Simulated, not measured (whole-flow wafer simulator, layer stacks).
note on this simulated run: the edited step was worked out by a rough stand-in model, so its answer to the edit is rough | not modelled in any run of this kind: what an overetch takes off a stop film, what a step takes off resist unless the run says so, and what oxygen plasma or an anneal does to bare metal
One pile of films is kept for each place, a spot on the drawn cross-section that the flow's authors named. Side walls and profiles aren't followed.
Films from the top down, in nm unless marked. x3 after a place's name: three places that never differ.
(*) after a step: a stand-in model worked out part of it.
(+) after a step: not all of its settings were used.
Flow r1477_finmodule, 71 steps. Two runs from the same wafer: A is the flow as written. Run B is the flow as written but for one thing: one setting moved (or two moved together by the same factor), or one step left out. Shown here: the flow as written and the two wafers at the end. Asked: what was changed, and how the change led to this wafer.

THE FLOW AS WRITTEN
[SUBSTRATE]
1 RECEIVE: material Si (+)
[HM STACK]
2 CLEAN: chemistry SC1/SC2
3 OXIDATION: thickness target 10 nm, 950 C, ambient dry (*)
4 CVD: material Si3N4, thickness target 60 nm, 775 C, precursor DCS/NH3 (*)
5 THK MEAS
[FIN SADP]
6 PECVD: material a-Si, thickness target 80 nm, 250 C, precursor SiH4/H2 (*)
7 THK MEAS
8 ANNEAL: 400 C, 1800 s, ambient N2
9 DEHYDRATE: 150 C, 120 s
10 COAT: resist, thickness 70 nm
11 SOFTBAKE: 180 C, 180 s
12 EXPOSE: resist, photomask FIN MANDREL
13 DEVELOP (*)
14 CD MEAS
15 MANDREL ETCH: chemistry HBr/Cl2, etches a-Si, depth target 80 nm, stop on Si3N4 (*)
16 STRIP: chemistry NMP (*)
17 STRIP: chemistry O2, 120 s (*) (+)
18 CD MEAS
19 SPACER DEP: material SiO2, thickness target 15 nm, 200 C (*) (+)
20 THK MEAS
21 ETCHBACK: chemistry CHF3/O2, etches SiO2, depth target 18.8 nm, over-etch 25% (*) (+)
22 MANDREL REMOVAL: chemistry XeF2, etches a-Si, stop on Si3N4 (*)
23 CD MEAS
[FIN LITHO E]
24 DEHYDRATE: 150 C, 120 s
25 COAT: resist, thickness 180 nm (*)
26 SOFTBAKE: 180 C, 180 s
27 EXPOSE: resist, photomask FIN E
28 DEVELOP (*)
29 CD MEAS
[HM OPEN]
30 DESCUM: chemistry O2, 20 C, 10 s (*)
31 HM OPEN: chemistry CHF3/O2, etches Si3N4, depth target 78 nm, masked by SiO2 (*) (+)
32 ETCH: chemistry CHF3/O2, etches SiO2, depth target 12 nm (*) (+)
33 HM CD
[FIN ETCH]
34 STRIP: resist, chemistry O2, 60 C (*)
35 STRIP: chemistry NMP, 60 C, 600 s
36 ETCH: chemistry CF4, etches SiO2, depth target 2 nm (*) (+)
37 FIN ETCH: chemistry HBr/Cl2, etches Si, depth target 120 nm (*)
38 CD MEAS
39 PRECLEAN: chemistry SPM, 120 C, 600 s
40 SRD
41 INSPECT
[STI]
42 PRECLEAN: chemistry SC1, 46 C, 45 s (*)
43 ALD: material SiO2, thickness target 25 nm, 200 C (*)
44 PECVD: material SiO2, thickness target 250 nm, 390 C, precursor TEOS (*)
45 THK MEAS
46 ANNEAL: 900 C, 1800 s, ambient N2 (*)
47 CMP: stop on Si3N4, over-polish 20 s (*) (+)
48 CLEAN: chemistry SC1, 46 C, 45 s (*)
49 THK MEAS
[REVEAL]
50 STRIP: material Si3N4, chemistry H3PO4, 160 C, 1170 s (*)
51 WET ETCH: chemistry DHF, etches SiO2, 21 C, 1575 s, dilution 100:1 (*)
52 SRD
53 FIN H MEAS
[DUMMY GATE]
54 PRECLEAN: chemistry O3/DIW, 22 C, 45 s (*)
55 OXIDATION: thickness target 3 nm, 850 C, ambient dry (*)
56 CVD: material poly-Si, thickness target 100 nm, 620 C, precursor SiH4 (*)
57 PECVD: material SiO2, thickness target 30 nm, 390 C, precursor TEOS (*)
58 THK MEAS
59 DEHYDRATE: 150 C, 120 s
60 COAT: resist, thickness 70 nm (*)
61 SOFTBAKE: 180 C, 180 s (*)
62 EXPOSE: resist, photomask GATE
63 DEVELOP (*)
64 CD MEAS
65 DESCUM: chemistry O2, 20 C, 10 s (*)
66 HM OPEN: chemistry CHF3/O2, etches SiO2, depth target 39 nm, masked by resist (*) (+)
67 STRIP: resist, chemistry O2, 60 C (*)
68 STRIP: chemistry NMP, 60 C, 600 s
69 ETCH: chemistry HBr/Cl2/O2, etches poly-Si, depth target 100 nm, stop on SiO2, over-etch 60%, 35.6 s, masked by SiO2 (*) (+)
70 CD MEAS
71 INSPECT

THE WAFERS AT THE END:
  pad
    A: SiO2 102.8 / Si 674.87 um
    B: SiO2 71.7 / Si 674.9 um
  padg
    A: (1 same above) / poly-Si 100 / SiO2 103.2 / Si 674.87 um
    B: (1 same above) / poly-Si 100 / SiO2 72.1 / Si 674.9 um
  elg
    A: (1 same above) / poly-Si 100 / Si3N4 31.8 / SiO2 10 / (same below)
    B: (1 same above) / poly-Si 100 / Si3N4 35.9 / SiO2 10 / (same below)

The cause: step 37, FIN ETCH: depth target 88.8 nm was run, where the flow has depth target 120 nm.

How the change led to this, step by step:
  37 FIN ETCH: chemistry HBr/Cl2, etches Si, depth target 120 nm (*)
      pad, padg, esg and 19 more: A Si -120 | B Si -88.8
      elg, e40lg, e100lg, e200lg, elo, e40lo, e100lo, e200lo: A Si3N4 -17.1 | B Si3N4 -12.7
      (and at 6 more places)
  43 ALD: material SiO2, thickness target 25 nm, 200 C (*)
      s40cg, s45cg, s50cg, s40co, s45co, s50co: A SiO2 +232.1 (new film) | B SiO2 +203.3 (new film)
      esg: A SiO2 +194.3 (new film) | B SiO2 +167.5 (new film)
  47 CMP: stop on Si3N4, over-polish 20 s (*) (+)
      pad, padg, e40sg and 11 more: A SiO2 -71.8 | B SiO2 -103
      eso: A SiO2 -72.4 | B SiO2 -103.6
  51 WET ETCH: chemistry DHF, etches SiO2, 21 C, 1575 s, dilution 100:1 (*)
      elg, e40lg, e100lg, e200lg, elo, e40lo, e100lo, e200lo: A SiO2 -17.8 (all of it), Si3N4 -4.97 | B SiO2 -13.4 (all of it), Si3N4 -5.33
  56 CVD: material poly-Si, thickness target 100 nm, 620 C, precursor SiH4 (*)
      esg: A poly-Si +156 (new film) | B poly-Si +160.1 (new film)
  60 COAT: resist, thickness 70 nm (*)
      e40sg, eso, e40so: A resist +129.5 (new film) | B resist +133.3 (new film)
      e100sg, e100so: A resist +129.4 (new film) | B resist +133.3 (new film)
      (and at 2 more places)
  63 DEVELOP (*)
      eso, e40so: A resist -129.5 (all of it) | B resist -133.3 (all of it)
      e100so: A resist -129.4 (all of it) | B resist -133.3 (all of it)
      (and at 1 more place)
  67 STRIP: resist, chemistry O2, 60 C (*)
      e40sg: A resist -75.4 (all of it) | B resist -79.2 (all of it)
      e100sg: A resist -75.3 (all of it) | B resist -79.2 (all of it)
      (and at 1 more place)
